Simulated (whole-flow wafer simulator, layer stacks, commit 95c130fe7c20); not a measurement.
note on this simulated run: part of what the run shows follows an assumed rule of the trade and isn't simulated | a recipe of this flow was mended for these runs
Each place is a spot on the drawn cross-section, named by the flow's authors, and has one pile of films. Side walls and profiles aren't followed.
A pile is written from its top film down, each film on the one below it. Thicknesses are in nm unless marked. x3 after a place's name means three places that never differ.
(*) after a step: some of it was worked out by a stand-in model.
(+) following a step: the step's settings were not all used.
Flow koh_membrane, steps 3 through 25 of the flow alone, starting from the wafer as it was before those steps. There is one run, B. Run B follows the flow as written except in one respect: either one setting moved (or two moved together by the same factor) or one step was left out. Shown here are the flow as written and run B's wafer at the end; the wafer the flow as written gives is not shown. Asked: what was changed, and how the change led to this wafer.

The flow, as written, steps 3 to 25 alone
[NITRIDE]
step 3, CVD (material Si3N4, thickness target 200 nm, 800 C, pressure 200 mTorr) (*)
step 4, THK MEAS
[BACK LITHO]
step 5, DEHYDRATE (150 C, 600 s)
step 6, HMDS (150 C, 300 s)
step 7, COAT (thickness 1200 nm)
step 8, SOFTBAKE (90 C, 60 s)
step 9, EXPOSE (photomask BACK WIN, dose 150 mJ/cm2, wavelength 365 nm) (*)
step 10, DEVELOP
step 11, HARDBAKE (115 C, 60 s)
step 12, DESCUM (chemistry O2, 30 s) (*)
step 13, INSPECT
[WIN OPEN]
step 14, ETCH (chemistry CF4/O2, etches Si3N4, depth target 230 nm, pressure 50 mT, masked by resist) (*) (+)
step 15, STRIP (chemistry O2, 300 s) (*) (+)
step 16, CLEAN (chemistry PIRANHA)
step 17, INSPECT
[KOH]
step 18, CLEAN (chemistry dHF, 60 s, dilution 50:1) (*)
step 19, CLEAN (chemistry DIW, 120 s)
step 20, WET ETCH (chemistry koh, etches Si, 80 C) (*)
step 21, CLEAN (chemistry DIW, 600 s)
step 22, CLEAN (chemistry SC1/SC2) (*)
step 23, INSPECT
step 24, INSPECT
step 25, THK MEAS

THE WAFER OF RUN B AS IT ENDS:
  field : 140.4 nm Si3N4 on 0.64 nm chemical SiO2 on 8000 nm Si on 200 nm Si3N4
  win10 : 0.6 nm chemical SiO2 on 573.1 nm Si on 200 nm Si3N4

Cause: step 3, CVD: 777 C was run, while the flow as written has 800 C.

How this came from the change, step by step:
  step 3, CVD (material Si3N4, thickness target 200 nm, 800 C, pressure 200 mTorr) (*)
      field, win20 x4, win10: Si3N4 gains 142 (new film) (as written it would have been: Si3N4 gains 200 (new film))
  step 14, ETCH (chemistry CF4/O2, etches Si3N4, depth target 230 nm, pressure 50 mT, masked by resist) (*) (+)
      win20 x4, win10: Si3N4 loses 142 (all of it), chemical SiO2 loses 0.64 (all of it), Si loses 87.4 (as written it would have been: Si3N4 loses 200 (all of it), chemical SiO2 loses 0.64 (all of it), Si loses 29.4)
